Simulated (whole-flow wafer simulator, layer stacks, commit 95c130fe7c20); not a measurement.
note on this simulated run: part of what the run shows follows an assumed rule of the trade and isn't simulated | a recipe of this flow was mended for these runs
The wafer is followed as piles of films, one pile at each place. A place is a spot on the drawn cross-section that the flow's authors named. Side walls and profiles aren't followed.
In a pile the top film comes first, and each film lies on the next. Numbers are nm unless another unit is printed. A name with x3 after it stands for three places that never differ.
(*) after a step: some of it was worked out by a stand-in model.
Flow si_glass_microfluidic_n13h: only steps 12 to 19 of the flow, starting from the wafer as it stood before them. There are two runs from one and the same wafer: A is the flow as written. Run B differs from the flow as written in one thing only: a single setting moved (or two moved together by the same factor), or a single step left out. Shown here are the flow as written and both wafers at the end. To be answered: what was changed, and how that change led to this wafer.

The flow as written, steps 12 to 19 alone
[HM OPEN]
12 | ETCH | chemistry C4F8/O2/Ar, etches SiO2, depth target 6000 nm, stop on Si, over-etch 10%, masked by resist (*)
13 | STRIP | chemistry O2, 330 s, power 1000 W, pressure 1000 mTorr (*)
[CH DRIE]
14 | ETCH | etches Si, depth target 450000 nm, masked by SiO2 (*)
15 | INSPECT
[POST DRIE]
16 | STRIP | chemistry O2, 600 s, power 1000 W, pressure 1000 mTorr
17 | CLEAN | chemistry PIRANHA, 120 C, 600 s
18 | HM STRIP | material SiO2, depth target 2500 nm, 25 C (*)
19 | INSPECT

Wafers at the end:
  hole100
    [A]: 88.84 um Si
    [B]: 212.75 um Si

Cause: step 12, ETCH: depth target 4704 nm was run, whereas the flow has depth target 6000 nm.

Step by step, how the change led to this:
  12 | ETCH | chemistry C4F8/O2/Ar, etches SiO2, depth target 6000 nm, stop on Si, over-etch 10%, masked by resist (*)
      hole100: A SiO2 loses 6000 (all of it), Si loses 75 | B SiO2 loses 5174.4
      land: A thick-i-line-resist loses 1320 | B thick-i-line-resist loses 1034.9
  13 | STRIP | chemistry O2, 330 s, power 1000 W, pressure 1000 mTorr (*)
      hole100: A chemical SiO2 gains 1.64 (new film), Si loses 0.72 | B nothing
      land: A thick-i-line-resist loses 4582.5 (all of it) | B thick-i-line-resist loses 4867.6 (all of it)
  14 | ETCH | etches Si, depth target 450000 nm, masked by SiO2 (*)
      hole100: A chemical SiO2 loses 1.64 (all of it), Si loses 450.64 um | B SiO2 loses 825.6 (all of it), Si loses 326.8 um
